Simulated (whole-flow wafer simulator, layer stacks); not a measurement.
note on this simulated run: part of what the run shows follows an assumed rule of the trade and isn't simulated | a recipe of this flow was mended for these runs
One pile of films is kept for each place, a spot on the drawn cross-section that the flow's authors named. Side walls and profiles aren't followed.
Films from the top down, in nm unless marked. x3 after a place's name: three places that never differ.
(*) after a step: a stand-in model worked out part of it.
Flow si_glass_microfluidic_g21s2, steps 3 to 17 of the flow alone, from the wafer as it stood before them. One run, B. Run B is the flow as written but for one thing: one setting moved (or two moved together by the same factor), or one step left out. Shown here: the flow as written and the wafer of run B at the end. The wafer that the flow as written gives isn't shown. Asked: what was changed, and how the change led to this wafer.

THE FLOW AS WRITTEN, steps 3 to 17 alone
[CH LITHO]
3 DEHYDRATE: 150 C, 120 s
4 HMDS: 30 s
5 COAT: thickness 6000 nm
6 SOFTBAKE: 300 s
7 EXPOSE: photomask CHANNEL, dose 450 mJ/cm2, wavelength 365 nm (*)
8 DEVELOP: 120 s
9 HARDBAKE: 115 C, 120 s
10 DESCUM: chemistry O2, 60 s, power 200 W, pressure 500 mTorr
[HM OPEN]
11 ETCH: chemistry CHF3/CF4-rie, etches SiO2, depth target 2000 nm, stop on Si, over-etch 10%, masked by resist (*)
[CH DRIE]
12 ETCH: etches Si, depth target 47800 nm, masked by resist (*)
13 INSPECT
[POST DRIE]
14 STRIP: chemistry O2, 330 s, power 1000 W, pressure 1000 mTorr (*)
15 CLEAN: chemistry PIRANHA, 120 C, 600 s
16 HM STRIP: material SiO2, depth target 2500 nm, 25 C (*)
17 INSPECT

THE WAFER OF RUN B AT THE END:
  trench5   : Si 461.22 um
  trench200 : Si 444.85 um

The cause: step 5, COAT: thickness 6900 nm was run, where the flow has thickness 6000 nm.

How the change led to this, step by step:
  5 COAT: thickness 6000 nm
      land, trench20, trench5, trench200: thick-i-line-resist +6900 (new film) (as written it would be: thick-i-line-resist +6000 (new film))
  8 DEVELOP: 120 s
      trench20, trench5, trench200: thick-i-line-resist -6900 (all of it) (as written it would be: thick-i-line-resist -6000 (all of it))
  9 HARDBAKE: 115 C, 120 s
      land: thick-i-line-resist -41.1 (as written it would be: thick-i-line-resist -33.5)
  12 ETCH: etches Si, depth target 47800 nm, masked by resist (*)
      trench5: Si -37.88 um (as written it would be: Si -38.09 um)
      trench200: Si -54.25 um (as written it would be: Si -54.08 um)
  14 STRIP: chemistry O2, 330 s, power 1000 W, pressure 1000 mTorr (*)
      land: thick-i-line-resist -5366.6 (all of it) (as written it would be: thick-i-line-resist -4476.3 (all of it))
